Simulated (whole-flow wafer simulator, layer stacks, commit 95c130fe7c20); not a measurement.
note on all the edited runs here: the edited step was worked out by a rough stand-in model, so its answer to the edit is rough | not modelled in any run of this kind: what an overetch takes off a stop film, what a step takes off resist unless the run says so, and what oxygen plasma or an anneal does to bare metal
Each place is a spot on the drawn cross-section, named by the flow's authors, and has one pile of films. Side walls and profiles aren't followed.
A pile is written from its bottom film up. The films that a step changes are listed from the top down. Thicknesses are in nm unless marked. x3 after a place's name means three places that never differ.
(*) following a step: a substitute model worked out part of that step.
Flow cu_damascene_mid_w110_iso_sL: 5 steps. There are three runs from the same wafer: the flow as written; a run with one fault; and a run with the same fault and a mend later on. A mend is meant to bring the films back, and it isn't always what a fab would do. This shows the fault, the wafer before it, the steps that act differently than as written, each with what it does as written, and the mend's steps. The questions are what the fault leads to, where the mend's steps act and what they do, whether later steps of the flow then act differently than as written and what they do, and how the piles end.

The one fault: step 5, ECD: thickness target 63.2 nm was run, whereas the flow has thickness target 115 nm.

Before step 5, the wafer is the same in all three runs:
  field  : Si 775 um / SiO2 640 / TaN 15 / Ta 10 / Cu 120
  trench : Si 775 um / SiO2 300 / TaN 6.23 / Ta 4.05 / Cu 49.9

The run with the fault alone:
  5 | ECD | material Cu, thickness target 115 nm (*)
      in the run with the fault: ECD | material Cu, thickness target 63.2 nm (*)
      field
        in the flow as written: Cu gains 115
        in the run with the fault: Cu gains 63.2
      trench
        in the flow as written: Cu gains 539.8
        in the run with the fault: Cu gains 488
  Later steps of the flow that are run all act as written at every place that is followed.
  By the end, the piles at field, trench depart from the flow's by more than 2% or 0.5 nm, whichever is larger.
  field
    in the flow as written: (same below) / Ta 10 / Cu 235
    in the run with the fault: (same below) / Ta 10 / Cu 183.2
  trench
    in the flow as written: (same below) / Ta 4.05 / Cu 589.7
    in the run with the fault: (same below) / Ta 4.05 / Cu 537.9

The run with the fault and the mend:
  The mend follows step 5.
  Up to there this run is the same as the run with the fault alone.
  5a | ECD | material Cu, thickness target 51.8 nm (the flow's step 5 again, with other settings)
      field, trench
        Cu gains 51.8
  Later steps of the flow that are run all act as written at every place that is followed.
  At every place that both follow, the piles at the end match the flow's.
